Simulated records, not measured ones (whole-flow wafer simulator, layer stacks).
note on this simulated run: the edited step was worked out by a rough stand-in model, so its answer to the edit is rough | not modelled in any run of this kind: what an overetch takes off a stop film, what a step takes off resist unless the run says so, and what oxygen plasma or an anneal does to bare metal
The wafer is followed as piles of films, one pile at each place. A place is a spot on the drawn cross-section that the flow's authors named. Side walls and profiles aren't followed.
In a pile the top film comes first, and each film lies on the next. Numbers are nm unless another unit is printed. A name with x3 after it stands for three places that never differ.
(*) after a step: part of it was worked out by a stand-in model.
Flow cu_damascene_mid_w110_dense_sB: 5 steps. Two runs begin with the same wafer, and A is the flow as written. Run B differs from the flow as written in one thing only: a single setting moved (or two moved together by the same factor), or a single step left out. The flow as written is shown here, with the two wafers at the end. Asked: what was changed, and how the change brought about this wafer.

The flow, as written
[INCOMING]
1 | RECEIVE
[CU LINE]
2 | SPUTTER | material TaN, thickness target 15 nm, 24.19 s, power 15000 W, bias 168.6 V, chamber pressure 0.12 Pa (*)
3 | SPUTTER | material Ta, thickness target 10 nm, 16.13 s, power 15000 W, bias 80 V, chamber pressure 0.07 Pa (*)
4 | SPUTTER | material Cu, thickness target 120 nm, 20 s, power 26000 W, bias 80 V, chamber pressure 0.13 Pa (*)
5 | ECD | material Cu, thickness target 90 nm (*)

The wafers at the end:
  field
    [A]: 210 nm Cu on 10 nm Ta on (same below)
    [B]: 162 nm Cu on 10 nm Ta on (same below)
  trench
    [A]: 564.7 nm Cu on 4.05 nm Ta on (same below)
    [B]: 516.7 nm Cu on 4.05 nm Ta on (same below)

What caused this: step 4, SPUTTER: thickness target 72 nm was run, whereas the flow has thickness target 120 nm; step 4, SPUTTER: 12 s was run, where the flow has 20 s.

The path from the change to this, step by step:
  4 | SPUTTER | material Cu, thickness target 120 nm, 20 s, power 26000 W, bias 80 V, chamber pressure 0.13 Pa (*)
      field: A Cu gains 120 (new film) | B Cu gains 72 (new film)
      trench: A Cu gains 49.9 (new film) | B Cu gains 30 (new film)
  5 | ECD | material Cu, thickness target 90 nm (*)
      trench: A Cu gains 514.8 | B Cu gains 486.8
